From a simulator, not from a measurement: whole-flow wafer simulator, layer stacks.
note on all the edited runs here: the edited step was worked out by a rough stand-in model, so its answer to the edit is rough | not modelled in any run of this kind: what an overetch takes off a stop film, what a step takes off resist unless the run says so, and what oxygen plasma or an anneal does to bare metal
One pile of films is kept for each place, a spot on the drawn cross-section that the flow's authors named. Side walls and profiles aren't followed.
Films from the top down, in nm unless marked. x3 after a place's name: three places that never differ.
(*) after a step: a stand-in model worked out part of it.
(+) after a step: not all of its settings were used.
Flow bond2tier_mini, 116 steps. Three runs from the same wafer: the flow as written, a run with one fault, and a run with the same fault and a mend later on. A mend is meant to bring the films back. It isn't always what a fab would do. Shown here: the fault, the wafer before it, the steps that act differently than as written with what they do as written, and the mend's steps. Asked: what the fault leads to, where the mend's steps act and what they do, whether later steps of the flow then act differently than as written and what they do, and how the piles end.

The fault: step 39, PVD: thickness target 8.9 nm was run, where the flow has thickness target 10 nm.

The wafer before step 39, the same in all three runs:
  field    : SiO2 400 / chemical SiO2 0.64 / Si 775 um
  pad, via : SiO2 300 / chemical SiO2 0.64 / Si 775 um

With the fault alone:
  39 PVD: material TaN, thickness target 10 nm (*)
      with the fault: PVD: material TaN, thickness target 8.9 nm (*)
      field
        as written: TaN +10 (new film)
        with the fault: TaN +8.9 (new film)
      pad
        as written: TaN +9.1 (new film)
        with the fault: TaN +8.1 (new film)
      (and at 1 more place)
  Later steps of the flow that act differently than as written (1 more step differs only slightly, by at most 2% or 0.5 nm, whichever is larger, and isn't shown):
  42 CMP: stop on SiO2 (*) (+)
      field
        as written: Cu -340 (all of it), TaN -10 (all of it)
        with the fault: Cu -340 (all of it), TaN -8.9 (all of it)
  At the end the piles differ from the flow's by more than 2% or 0.5 nm, whichever is larger, at pad.
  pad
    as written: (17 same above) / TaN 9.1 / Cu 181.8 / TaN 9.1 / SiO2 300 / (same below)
    with the fault: (17 same above) / TaN 9.1 / Cu 182.8 / TaN 8.1 / SiO2 300 / (same below)

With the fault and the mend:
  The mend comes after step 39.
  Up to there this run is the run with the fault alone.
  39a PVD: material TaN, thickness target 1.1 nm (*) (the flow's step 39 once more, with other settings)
      field, via
        TaN +1.1
      pad
        TaN +1
  No later step of the flow acts differently than as written at any place that is followed.
  At the end the piles are the same as the flow's at every place that both follow.
